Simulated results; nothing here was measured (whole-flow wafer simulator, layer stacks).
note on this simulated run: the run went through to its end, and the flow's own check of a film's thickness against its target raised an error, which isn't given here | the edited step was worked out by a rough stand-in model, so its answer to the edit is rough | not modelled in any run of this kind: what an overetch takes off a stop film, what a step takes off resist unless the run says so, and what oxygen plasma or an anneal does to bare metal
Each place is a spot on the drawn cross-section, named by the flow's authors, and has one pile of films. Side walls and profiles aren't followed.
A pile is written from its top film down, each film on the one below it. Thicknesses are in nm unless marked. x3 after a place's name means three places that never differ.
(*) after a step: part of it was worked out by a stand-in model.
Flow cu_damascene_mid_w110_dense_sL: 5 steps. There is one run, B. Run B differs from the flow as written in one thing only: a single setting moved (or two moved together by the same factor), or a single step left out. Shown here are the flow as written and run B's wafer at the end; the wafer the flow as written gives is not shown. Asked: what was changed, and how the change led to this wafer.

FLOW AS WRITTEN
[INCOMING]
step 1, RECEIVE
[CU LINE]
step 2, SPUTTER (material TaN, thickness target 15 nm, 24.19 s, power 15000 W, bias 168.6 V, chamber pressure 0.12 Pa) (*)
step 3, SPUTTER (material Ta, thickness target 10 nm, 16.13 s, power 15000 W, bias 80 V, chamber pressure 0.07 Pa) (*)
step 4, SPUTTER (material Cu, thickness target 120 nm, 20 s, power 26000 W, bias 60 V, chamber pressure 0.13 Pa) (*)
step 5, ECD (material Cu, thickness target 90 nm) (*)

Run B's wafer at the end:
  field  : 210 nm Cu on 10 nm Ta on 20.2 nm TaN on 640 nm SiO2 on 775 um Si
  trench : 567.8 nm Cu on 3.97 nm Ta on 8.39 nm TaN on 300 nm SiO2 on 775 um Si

Cause: step 2, SPUTTER: thickness target 20.2 nm was run, while the flow as written has thickness target 15 nm; step 2, SPUTTER: 32.66 s was run, where the flow has 24.19 s.
The wafer lets one read it off: field has TaN 20.2, and step 2 as written asks for 15 nm.

Step by step, how the change led to this:
  step 2, SPUTTER (material TaN, thickness target 15 nm, 24.19 s, power 15000 W, bias 168.6 V, chamber pressure 0.12 Pa) (*)
      field: +20.2 TaN (new film) (it would be, as written: +15 TaN (new film))
      trench: +8.39 TaN (new film) (it would be, as written: +6.23 TaN (new film))
